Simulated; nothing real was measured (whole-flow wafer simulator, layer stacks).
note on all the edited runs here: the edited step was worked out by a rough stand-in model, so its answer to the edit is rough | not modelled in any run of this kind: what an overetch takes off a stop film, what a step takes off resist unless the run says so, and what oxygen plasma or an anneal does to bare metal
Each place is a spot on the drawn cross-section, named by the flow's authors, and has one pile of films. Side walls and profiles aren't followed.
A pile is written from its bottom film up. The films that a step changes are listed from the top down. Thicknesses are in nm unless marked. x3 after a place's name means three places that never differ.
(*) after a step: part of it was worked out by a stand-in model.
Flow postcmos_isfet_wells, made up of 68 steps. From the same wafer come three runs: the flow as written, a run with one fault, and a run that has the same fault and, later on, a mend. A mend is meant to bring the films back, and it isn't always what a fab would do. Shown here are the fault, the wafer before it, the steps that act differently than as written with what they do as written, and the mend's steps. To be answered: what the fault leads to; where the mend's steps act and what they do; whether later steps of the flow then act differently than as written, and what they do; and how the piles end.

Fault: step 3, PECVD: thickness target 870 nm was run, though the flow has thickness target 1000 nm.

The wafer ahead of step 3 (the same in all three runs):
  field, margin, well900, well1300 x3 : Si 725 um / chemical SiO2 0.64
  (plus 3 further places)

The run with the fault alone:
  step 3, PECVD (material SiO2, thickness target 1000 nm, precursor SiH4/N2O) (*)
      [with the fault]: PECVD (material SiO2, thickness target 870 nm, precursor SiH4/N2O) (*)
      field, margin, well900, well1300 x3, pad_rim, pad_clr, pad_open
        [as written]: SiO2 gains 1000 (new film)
        [with the fault]: SiO2 gains 870 (new film)
  Later steps of the flow that are run all act as written at every place that is followed.
  By the end, the piles at field, margin, well900, well1300 x3, pad_rim, pad_clr, pad_open depart from the flow's by more than 2% or 0.5 nm, whichever is larger.
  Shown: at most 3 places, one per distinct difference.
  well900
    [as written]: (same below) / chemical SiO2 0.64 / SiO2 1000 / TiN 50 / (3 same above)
    [with the fault]: (same below) / chemical SiO2 0.64 / SiO2 870 / TiN 50 / (3 same above)
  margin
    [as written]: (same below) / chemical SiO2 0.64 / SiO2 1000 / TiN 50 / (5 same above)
    [with the fault]: (same below) / chemical SiO2 0.64 / SiO2 870 / TiN 50 / (5 same above)
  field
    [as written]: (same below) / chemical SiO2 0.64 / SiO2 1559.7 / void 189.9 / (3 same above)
    [with the fault]: (same below) / chemical SiO2 0.64 / SiO2 1429.7 / void 189.9 / (3 same above)

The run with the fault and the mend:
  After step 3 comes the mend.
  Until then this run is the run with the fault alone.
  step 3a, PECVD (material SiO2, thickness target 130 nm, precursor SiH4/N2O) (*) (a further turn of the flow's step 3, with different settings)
      field, margin, well900, well1300 x3, pad_rim, pad_clr, pad_open
        SiO2 gains 130
  Later steps of the flow that are run all act as written at every place that is followed.
  By the end, the piles equal the flow's at every place that both follow.
